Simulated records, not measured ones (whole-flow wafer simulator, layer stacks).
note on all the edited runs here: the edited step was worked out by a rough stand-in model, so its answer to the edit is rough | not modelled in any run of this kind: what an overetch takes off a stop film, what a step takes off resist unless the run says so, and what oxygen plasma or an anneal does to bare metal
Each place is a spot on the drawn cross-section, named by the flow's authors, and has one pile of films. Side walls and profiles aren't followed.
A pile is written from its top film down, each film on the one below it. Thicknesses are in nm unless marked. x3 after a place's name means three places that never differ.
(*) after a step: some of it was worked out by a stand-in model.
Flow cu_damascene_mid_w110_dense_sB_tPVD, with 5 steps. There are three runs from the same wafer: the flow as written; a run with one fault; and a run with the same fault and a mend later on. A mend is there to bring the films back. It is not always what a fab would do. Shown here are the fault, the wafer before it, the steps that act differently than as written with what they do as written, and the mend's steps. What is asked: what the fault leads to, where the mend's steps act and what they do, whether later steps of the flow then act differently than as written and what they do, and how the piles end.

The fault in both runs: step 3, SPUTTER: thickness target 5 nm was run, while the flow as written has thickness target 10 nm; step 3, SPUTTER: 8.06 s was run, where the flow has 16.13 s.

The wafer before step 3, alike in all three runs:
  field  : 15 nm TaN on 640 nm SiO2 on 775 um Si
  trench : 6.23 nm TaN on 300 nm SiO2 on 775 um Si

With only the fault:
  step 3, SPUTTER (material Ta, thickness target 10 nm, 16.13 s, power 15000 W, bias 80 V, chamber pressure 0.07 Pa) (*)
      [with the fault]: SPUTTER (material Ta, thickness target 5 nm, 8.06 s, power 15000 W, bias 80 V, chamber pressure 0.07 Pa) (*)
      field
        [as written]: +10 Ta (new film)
        [with the fault]: +5 Ta (new film)
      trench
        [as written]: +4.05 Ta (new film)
        [with the fault]: +2.02 Ta (new film)
  Every later step of the flow that is run acts as written, at every place that is followed, to within 2% or 0.5 nm, whichever is larger.
  The piles end different from the flow's at field, trench by more than 2% or 0.5 nm, whichever is larger.
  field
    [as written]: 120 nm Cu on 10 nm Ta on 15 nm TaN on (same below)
    [with the fault]: 120 nm Cu on 5 nm Ta on 15 nm TaN on (same below)
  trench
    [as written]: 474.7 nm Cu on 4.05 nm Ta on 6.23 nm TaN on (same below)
    [with the fault]: 471.7 nm Cu on 2.02 nm Ta on 6.23 nm TaN on (same below)

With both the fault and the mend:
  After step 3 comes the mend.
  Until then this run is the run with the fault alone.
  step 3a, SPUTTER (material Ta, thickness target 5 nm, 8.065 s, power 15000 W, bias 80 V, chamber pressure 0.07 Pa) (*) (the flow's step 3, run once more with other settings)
      field
        +5 Ta
      trench
        +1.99 Ta
  Every later step of the flow that is run acts as written, at every place that is followed, to within 2% or 0.5 nm, whichever is larger.
  At the end the piles are close to the flow's at the places that both follow, differing by at most 2% or 0.5 nm, whichever is larger.
